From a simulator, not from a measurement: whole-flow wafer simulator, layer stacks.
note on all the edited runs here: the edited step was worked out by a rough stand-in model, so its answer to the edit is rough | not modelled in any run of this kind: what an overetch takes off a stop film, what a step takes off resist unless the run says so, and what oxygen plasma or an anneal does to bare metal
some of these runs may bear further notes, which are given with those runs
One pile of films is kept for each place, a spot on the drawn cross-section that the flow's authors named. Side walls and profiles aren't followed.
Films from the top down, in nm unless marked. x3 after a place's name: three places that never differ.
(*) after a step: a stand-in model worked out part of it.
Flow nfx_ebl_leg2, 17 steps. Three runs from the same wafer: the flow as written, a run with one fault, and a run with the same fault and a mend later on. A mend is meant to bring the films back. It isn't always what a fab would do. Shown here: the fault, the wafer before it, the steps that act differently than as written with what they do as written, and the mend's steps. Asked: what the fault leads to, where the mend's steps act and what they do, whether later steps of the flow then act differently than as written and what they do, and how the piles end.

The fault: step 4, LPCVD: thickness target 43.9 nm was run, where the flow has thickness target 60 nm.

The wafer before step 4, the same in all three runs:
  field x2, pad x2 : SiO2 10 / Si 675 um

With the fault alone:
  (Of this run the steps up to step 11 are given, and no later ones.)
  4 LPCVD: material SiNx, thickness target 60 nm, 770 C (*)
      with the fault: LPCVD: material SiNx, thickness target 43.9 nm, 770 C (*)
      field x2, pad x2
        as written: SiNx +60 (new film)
        with the fault: SiNx +43.9 (new film)
  No later step of the flow up to step 11 acts differently than as written at any place that is followed.
  After step 11 the piles differ from the flow's by more than 2% or 0.5 nm, whichever is larger, at field x2, pad x2.
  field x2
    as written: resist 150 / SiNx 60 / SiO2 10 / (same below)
    with the fault: resist 150 / SiNx 43.9 / SiO2 10 / (same below)
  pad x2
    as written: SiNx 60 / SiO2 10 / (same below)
    with the fault: SiNx 43.9 / SiO2 10 / (same below)

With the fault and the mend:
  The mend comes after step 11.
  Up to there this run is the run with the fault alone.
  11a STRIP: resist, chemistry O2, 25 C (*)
      field x2
        resist -150 (all of it)
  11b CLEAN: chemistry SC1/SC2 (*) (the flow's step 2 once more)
      changes no film at any place that is followed
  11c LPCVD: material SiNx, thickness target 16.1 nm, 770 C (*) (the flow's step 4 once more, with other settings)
      field x2, pad x2
        SiNx +16.1
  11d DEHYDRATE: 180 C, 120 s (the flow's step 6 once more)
      changes no film at any place that is followed
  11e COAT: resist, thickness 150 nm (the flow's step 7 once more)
      field x2, pad x2
        resist +150 (new film)
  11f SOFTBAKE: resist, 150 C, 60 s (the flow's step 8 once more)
      changes no film at any place that is followed
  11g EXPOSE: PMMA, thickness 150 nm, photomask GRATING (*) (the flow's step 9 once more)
      changes no film at any place that is followed
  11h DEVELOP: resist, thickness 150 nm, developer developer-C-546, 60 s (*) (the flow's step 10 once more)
      pad x2
        resist -150 (all of it)
  No later step of the flow acts differently than as written at any place that is followed.
  At the end the piles are the same as the flow's at every place that both follow.
